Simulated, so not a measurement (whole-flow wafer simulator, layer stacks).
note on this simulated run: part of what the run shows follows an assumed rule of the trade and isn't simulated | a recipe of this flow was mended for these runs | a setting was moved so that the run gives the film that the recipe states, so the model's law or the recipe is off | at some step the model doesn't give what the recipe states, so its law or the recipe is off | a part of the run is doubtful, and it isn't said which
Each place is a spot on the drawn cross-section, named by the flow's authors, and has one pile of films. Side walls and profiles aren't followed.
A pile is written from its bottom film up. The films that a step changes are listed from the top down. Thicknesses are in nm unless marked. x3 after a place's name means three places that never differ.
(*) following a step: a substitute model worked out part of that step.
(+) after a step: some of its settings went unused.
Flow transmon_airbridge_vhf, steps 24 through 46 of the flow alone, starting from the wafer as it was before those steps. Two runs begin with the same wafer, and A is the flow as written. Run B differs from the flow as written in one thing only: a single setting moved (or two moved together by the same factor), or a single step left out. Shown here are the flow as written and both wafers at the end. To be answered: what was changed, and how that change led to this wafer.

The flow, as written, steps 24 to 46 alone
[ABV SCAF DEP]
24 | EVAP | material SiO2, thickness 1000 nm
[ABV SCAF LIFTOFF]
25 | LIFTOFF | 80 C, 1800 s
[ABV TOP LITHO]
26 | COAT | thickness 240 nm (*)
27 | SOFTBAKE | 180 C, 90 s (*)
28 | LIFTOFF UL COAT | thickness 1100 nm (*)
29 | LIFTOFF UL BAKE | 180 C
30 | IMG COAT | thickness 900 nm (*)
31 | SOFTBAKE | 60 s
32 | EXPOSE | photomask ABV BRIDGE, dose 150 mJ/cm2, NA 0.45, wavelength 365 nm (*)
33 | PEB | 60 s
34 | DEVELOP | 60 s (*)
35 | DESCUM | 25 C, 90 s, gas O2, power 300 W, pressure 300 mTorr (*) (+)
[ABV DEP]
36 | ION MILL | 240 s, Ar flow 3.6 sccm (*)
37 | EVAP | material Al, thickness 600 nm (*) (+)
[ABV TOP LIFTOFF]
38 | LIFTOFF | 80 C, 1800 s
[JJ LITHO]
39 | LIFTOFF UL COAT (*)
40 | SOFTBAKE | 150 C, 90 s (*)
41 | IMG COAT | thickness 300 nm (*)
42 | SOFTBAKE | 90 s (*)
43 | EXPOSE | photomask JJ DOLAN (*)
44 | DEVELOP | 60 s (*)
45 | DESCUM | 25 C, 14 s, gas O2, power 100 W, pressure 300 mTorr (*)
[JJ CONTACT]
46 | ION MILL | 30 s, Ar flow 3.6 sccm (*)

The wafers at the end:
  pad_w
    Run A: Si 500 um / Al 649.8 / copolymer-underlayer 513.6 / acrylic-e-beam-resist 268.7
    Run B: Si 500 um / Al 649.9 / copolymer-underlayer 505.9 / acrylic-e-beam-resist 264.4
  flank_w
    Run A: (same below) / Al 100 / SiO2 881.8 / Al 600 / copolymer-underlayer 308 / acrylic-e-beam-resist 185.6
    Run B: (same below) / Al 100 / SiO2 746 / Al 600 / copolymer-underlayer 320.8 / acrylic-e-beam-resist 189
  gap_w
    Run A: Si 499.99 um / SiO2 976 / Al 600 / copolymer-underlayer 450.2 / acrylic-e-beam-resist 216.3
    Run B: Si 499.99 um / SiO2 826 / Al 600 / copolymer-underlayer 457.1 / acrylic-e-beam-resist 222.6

What caused this: step 24, EVAP: thickness 850 nm was run, whereas the flow has thickness 1000 nm.

The path from the change to this, step by step:
  24 | EVAP | material SiO2, thickness 1000 nm
      field x3, jj_line, ground_far and 10 more: A SiO2 gains 1000 (new film) | B SiO2 gains 850 (new film)
      flank_w, flank_e: A SiO2 gains 905.8 (new film) | B SiO2 gains 770 (new film)
  25 | LIFTOFF | 80 C, 1800 s
      field x3, jj_line, trace_open_s x2: A SiO2 loses 1000 (all of it), i-line-resist loses 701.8 (all of it), lift-off-underlayer loses 1100 (all of it), acrylic-e-beam-resist loses 240 (all of it) | B SiO2 loses 850 (all of it), i-line-resist loses 701.8 (all of it), lift-off-underlayer loses 1100 (all of it), acrylic-e-beam-resist loses 240 (all of it)
      pad_w, pad_e: A SiO2 loses 1000 (all of it), i-line-resist loses 696.3 (all of it), lift-off-underlayer loses 1089.9 (all of it), acrylic-e-beam-resist loses 239.3 (all of it) | B SiO2 loses 850 (all of it), i-line-resist loses 696.3 (all of it), lift-off-underlayer loses 1089.9 (all of it), acrylic-e-beam-resist loses 239.3 (all of it)
      (and at 1 other place as well)
  26 | COAT | thickness 240 nm (*)
      flank_w, flank_e: A acrylic-e-beam-resist gains 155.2 (new film) | B acrylic-e-beam-resist gains 159.7 (new film)
      gap_w, gap_e: A acrylic-e-beam-resist gains 211.2 (new film) | B acrylic-e-beam-resist gains 217.8 (new film)
      (and at 5 other places as well)
  28 | LIFTOFF UL COAT | thickness 1100 nm (*)
      gap_w, gap_e: A lift-off-underlayer gains 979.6 (new film) | B lift-off-underlayer gains 1000.4 (new film)
      margin_s, margin_n: A lift-off-underlayer gains 823.4 (new film) | B lift-off-underlayer gains 859.3 (new film)
      (and at 3 other places as well)
  30 | IMG COAT | thickness 900 nm (*)
      gap_w, gap_e: A i-line-resist gains 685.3 (new film) | B i-line-resist gains 721.4 (new film)
      margin_s, margin_n: A i-line-resist gains 603.2 (new film) | B i-line-resist gains 650.8 (new film)
      (and at 4 other places as well)
  33 | PEB | 60 s
      flank_w, flank_e: A i-line-resist loses 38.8 | B i-line-resist loses 40.3
      gap_w, gap_e: A i-line-resist loses 35 | B i-line-resist loses 37
      (and at 4 other places as well)
  34 | DEVELOP | 60 s (*)
      gap_w, gap_e: A i-line-resist loses 650.2 (all of it), lift-off-underlayer loses 979.6 (all of it) | B i-line-resist loses 684.4 (all of it), lift-off-underlayer loses 1000.4 (all of it)
      flank_w: A i-line-resist loses 716.4 (all of it), lift-off-underlayer loses 832.3 (all of it) | B i-line-resist loses 743.1 (all of it), lift-off-underlayer loses 867.7 (all of it)
      (and at 3 other places as well)
  35 | DESCUM | 25 C, 90 s, gas O2, power 300 W, pressure 300 mTorr (*) (+)
      field x3, jj_line, ground_far, trace_open_s x2, margin_s, margin_n: A i-line-resist loses 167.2 | B i-line-resist loses 163.7
      flank_w, flank_e: A acrylic-e-beam-resist loses 155.2 (all of it) | B acrylic-e-beam-resist loses 159.7 (all of it)
      (and at 5 other places as well)
  38 | LIFTOFF | 80 C, 1800 s
      margin_s, margin_n: A Al loses 600 (all of it), i-line-resist loses 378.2 (all of it), lift-off-underlayer loses 823.4 (all of it), acrylic-e-beam-resist loses 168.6 (all of it) | B Al loses 600 (all of it), i-line-resist loses 426.8 (all of it), lift-off-underlayer loses 859.3 (all of it), acrylic-e-beam-resist loses 177.2 (all of it)
  39 | LIFTOFF UL COAT (*)
      flank_w, flank_e: A copolymer-underlayer gains 308 (new film) | B copolymer-underlayer gains 320.8 (new film)
      margin_s, margin_n: A copolymer-underlayer gains 446.3 (new film) | B copolymer-underlayer gains 457.7 (new film)
  41 | IMG COAT | thickness 300 nm (*)
      gap_w, gap_e: A acrylic-e-beam-resist gains 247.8 (new film) | B acrylic-e-beam-resist gains 254.1 (new film)
      margin_s, margin_n: A acrylic-e-beam-resist gains 249.2 (new film) | B acrylic-e-beam-resist gains 258.3 (new film)
      (and at 2 other places as well)
